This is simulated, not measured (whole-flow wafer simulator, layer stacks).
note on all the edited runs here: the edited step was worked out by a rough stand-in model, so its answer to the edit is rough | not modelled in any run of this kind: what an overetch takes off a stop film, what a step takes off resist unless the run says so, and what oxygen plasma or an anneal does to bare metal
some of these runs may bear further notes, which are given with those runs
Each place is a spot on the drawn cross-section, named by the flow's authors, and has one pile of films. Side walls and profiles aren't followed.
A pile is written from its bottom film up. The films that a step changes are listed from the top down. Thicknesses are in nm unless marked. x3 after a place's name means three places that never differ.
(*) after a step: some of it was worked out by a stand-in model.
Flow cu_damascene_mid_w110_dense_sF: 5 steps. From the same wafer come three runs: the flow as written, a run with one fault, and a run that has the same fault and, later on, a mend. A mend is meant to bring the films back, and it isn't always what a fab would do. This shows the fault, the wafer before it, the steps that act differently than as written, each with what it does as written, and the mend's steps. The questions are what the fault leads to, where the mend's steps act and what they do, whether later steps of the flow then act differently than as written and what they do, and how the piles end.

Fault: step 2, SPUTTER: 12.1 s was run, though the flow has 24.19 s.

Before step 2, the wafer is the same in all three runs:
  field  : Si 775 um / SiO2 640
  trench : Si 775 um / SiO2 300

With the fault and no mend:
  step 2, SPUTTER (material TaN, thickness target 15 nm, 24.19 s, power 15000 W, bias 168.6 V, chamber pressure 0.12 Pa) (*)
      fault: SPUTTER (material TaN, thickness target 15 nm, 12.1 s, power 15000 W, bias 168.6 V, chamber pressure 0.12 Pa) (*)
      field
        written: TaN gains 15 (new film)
        fault: TaN gains 7.5 (new film)
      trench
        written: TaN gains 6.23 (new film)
        fault: TaN gains 3.12 (new film)
  Steps later in the flow that act otherwise than as written (2 other steps are not shown; they differ only slightly, by no more than 2% or 0.5 nm, whichever is larger):
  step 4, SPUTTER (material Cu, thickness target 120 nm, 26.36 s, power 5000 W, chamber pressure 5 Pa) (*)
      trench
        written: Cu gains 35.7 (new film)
        fault: Cu gains 36.6 (new film)
  By the end, the piles at field, trench depart from the flow's by more than 2% or 0.5 nm, whichever is larger.
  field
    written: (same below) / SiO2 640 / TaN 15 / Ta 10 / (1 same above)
    fault: (same below) / SiO2 640 / TaN 7.5 / Ta 10 / (1 same above)
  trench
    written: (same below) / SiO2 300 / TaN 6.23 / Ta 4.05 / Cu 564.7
    fault: (same below) / SiO2 300 / TaN 3.12 / Ta 4.14 / Cu 560.2

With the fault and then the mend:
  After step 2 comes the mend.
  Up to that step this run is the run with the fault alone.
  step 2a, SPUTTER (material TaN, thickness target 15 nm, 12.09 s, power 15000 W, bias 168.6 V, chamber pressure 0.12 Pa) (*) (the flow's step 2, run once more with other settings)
      field
        TaN gains 7.5
      trench
        TaN gains 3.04
  Later steps of the flow that are run all act as written at every place that is followed, up to a difference of at most 2% or 0.5 nm, whichever is larger.
  When the end is reached, the piles differ only a little from the flow's at the places that both follow, at most by 2% or 0.5 nm, whichever is larger.
